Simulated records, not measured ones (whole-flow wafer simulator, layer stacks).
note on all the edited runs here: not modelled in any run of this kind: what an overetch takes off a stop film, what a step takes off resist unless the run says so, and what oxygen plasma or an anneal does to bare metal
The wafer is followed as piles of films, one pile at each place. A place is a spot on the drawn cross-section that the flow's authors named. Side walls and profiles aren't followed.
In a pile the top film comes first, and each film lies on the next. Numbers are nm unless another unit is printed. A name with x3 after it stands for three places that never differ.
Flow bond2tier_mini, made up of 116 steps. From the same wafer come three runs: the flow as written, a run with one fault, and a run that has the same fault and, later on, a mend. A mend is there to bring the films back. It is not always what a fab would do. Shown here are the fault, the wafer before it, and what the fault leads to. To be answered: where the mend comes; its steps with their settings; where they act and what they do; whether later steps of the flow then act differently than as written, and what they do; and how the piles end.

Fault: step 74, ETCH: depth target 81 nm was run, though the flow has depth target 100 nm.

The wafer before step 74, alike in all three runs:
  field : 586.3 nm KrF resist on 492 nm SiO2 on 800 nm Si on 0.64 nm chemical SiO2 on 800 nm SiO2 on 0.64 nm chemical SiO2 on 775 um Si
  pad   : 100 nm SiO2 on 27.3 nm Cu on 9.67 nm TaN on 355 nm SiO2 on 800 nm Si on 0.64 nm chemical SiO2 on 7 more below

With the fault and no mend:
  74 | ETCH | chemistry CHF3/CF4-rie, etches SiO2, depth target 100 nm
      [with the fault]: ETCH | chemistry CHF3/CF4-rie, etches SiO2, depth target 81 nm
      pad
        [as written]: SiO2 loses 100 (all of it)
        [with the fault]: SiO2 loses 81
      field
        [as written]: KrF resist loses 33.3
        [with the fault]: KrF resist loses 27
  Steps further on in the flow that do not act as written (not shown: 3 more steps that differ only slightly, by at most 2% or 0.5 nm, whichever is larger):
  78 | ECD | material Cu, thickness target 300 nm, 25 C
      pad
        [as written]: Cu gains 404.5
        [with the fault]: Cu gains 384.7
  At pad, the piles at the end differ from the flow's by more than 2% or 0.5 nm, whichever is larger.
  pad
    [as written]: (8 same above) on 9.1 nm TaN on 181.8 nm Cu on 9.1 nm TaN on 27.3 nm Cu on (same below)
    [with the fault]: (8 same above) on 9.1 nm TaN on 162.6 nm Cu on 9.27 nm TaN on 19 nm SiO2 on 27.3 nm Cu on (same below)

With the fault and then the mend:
  The mend stands after step 74.
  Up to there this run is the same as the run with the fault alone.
  74a | ETCH | chemistry CHF3/CF4-rie, etches SiO2, depth target 19 nm (the flow's step 74 again, with other settings)
      field
        KrF resist loses 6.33
      pad
        SiO2 loses 19 (all of it)
  None of the later steps of the flow acts differently than as written at any place that is followed.
  At every place that both follow, the piles at the end match the flow's.
